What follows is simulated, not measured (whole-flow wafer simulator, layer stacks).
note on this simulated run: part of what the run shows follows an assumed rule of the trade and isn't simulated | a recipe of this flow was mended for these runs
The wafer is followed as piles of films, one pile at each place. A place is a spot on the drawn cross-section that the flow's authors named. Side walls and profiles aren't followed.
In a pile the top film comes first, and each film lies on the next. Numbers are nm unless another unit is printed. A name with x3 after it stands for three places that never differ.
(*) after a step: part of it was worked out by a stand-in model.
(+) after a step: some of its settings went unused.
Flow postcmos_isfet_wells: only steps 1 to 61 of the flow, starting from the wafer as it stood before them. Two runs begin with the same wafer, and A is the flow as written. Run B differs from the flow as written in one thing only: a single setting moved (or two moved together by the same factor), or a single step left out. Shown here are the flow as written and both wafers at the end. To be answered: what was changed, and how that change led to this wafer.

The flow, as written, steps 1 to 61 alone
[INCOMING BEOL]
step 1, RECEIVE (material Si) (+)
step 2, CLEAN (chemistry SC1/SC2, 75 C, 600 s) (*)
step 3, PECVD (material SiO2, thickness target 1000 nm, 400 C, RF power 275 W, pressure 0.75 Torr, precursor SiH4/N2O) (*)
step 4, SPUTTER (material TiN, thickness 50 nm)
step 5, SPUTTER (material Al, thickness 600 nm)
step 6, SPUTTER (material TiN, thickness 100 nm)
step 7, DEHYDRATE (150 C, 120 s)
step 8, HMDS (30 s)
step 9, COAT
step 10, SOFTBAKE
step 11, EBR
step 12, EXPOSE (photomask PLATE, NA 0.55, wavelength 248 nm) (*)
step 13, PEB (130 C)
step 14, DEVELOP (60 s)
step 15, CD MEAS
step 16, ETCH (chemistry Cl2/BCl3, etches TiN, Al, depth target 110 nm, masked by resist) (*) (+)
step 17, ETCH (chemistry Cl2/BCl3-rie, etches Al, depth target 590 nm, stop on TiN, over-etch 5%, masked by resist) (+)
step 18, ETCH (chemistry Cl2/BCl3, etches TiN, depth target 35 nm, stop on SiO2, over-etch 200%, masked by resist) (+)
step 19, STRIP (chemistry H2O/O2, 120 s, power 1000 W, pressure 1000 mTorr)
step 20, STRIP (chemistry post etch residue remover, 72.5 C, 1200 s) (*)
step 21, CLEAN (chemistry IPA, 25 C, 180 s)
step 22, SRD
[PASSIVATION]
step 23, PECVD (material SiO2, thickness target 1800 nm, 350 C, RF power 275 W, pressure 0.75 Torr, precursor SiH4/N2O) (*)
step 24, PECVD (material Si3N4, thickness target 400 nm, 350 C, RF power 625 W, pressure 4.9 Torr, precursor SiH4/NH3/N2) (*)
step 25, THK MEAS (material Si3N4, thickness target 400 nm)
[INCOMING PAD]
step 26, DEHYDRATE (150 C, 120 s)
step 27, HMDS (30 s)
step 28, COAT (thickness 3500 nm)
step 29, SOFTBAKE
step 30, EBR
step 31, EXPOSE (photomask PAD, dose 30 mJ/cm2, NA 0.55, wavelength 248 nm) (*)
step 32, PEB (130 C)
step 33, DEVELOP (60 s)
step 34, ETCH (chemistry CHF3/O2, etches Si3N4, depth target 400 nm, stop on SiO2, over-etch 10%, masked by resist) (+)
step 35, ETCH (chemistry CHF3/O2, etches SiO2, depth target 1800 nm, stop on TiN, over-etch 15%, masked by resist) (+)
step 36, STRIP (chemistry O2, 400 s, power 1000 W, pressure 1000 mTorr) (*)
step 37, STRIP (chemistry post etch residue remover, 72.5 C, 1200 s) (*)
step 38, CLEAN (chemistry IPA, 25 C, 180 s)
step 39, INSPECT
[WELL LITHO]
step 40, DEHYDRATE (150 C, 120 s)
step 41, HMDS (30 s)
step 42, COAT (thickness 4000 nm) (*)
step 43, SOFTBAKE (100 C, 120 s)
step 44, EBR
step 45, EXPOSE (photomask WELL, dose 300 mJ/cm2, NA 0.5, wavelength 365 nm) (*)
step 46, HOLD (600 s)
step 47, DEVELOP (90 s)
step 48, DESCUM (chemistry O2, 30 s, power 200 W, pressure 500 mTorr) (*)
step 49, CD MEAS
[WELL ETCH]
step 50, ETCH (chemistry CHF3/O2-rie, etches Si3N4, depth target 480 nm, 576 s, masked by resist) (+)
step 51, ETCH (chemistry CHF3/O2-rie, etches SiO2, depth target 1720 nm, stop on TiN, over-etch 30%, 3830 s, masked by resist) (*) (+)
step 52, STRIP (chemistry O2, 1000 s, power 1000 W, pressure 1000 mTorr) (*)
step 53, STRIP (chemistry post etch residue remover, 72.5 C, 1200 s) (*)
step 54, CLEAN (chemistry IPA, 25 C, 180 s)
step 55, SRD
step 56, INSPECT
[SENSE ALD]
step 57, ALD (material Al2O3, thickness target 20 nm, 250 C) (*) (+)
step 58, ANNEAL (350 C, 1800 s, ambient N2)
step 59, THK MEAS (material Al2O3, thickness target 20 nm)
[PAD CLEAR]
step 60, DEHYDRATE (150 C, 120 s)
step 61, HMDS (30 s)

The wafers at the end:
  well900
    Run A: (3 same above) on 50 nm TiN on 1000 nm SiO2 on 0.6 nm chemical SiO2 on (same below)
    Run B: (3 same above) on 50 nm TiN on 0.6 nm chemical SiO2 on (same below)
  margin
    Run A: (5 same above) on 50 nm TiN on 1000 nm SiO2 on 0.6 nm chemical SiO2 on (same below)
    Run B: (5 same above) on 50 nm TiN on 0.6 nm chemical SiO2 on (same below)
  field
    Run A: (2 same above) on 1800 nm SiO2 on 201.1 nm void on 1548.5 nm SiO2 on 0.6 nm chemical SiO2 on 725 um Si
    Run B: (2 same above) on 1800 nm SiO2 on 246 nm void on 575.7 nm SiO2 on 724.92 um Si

Cause: step 3, PECVD: material SiO2, thickness target 1000 nm, 400 C, RF power 275 W, pressure 0.75 Torr, precursor SiH4/N2O (*), was not run.

The path from the change to this, step by step:
  step 18, ETCH (chemistry Cl2/BCl3, etches TiN, depth target 35 nm, stop on SiO2, over-etch 200%, masked by resist) (+)
      field: A TiN loses 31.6 (all of it), SiO2 loses 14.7 | B TiN loses 31.6 (all of it), chemical SiO2 loses 0.6 (all of it), Si loses 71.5
  step 23, PECVD (material SiO2, thickness target 1800 nm, 350 C, RF power 275 W, pressure 0.75 Torr, precursor SiH4/N2O) (*)
      field: A SiO2 gains 1800 (new film), void gains 201.1 (new film), SiO2 gains 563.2 | B SiO2 gains 1800 (new film), void gains 246 (new film), SiO2 gains 575.7 (new film)
